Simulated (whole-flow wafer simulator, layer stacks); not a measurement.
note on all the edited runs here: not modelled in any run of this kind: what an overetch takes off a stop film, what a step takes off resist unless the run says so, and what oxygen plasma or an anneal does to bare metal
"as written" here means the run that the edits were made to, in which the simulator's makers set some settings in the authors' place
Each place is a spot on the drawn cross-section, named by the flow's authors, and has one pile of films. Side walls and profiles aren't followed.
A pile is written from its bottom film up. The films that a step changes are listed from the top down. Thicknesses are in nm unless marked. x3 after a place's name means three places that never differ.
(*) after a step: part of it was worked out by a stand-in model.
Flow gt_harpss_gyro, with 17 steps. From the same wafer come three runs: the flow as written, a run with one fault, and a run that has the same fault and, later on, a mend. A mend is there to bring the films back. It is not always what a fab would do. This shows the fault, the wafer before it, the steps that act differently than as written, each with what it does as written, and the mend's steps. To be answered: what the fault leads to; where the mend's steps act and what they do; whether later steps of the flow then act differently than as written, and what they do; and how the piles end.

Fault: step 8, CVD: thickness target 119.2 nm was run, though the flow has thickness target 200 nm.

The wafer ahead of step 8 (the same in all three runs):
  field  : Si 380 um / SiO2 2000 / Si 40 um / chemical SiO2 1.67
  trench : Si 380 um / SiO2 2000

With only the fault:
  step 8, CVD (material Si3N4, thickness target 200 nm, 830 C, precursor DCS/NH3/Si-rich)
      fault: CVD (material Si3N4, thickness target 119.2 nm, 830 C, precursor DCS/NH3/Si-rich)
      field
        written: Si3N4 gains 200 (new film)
        fault: Si3N4 gains 119.2 (new film)
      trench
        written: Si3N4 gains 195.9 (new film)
        fault: Si3N4 gains 117 (new film)
  Later steps of the flow acting differently than as written:
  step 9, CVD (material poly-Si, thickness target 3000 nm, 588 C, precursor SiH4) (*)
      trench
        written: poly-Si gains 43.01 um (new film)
        fault: poly-Si gains 43 um (new film)
  By the end, the piles at field, trench depart from the flow's by more than 2% or 0.5 nm, whichever is larger.
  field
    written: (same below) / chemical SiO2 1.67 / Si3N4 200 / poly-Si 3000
    fault: (same below) / chemical SiO2 1.67 / Si3N4 119.2 / poly-Si 3000
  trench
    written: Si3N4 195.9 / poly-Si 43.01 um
    fault: Si3N4 117 / poly-Si 43 um

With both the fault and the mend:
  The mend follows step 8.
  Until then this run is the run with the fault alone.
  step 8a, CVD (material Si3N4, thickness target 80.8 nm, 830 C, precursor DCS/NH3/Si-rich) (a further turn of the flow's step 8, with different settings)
      field
        Si3N4 gains 80.8
      trench
        Si3N4 gains 78.9
  Every later step of the flow that is run acts as written at every place that is followed.
  At the end the piles are close to the flow's at the places that both follow, differing by at most 2% or 0.5 nm, whichever is larger.
